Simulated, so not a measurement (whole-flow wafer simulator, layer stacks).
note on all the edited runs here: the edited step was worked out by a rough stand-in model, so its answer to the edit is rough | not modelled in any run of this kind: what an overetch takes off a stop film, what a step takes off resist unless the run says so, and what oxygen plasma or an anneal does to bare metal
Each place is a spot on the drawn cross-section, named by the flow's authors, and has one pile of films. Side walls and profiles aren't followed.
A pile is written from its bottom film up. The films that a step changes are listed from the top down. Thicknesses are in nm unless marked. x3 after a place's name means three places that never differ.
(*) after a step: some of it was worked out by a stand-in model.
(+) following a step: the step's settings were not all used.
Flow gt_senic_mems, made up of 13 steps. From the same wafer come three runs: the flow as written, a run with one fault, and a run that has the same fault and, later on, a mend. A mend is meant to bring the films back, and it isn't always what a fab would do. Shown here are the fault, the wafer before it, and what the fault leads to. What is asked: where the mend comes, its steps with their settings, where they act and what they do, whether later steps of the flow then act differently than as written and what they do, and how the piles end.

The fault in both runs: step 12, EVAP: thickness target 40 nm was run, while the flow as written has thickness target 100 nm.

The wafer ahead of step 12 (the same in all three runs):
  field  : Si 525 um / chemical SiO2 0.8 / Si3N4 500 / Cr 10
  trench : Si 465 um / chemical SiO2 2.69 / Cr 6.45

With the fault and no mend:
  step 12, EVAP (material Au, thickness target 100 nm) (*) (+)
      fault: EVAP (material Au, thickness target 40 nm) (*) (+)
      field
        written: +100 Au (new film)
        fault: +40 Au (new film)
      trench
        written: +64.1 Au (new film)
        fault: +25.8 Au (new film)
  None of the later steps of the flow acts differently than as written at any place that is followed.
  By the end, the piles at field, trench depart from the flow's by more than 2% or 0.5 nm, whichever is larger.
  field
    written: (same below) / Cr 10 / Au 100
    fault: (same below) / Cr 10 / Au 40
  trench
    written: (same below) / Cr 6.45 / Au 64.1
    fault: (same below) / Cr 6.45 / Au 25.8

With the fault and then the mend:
  The mend follows step 13.
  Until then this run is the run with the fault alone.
  step 13a, EVAP (material Au, thickness target 60 nm) (*) (+) (a further turn of the flow's step 12, with different settings)
      field
        +60 Au
      trench
        +38.6 Au
  None of the later steps of the flow acts differently than as written at any place that is followed.
  When the end is reached, the piles differ only a little from the flow's at the places that both follow, at most by 2% or 0.5 nm, whichever is larger.
